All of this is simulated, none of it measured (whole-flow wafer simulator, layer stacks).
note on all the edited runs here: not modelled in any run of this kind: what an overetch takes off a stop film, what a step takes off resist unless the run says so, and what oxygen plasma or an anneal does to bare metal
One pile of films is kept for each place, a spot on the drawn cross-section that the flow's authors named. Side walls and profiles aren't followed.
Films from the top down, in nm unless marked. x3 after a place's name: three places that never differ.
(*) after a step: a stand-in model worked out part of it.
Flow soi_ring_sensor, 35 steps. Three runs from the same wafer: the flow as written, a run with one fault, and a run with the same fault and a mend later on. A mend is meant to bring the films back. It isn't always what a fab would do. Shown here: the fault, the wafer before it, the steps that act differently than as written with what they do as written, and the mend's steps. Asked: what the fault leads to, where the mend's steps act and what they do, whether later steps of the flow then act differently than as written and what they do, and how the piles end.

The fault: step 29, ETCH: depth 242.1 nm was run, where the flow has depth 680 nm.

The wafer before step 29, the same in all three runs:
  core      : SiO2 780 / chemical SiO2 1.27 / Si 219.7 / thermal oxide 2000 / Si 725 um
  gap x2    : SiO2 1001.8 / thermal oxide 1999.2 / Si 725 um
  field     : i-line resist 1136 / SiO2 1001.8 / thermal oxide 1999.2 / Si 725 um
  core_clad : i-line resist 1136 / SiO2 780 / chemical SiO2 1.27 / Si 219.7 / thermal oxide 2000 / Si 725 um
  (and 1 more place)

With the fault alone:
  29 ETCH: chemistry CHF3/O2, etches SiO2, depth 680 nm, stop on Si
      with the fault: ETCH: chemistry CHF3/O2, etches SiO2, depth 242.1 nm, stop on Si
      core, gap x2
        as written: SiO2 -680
        with the fault: SiO2 -242.1
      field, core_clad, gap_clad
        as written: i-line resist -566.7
        with the fault: i-line resist -201.8
  Later steps of the flow that act differently than as written:
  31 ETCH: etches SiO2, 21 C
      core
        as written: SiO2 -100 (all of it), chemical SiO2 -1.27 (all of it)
        with the fault: SiO2 -462
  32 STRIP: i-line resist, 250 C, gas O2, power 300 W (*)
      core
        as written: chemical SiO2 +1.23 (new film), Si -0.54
        with the fault: nothing
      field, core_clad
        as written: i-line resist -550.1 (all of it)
        with the fault: i-line resist -915 (all of it)
  At the end the piles differ from the flow's by more than 2% or 0.5 nm, whichever is larger, at core.
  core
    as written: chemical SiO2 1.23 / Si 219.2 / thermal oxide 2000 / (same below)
    with the fault: SiO2 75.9 / chemical SiO2 1.27 / Si 219.7 / thermal oxide 2000 / (same below)

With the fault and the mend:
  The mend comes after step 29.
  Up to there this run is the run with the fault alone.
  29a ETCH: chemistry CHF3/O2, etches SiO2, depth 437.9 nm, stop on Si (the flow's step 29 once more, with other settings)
      core, gap x2
        SiO2 -437.9
      field, core_clad, gap_clad
        i-line resist -364.9
  No later step of the flow acts differently than as written at any place that is followed.
  At the end the piles are the same as the flow's at every place that both follow.
